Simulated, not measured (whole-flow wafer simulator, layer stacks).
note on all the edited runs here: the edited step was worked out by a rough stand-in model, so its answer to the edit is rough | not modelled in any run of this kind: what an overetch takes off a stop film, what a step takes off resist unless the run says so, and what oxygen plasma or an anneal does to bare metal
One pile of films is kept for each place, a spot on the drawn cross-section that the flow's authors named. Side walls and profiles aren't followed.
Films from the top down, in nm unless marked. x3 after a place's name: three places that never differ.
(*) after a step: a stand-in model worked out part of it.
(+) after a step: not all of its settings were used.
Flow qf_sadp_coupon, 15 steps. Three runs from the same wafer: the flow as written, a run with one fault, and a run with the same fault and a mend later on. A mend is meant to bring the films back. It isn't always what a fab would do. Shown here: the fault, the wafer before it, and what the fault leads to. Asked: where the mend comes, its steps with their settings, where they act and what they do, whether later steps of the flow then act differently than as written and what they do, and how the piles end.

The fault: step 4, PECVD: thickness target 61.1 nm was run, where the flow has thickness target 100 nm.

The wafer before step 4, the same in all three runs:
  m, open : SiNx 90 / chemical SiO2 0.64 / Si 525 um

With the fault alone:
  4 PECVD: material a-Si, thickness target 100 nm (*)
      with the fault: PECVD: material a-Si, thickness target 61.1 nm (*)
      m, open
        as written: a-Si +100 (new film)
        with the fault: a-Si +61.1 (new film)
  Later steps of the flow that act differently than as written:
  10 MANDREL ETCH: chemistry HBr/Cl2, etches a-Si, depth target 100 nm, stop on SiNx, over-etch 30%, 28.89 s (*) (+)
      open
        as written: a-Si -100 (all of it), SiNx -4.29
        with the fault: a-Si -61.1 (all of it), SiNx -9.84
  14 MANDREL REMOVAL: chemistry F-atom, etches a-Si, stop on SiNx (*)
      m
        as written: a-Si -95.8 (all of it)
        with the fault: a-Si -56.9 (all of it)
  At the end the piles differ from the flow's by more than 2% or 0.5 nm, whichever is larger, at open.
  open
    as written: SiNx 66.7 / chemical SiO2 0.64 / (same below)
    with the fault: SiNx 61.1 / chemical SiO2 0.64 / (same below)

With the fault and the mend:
  The mend comes after step 4.
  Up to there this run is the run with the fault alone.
  4a ETCH: chemistry tmah, depth target 70.26 nm
      m, open
        a-Si -61.1 (all of it)
  4b PECVD: material a-Si, thickness target 100 nm (*) (the flow's step 4 once more)
      m, open
        a-Si +100 (new film)
  No later step of the flow acts differently than as written at any place that is followed.
  At the end the piles are the same as the flow's at every place that both follow.
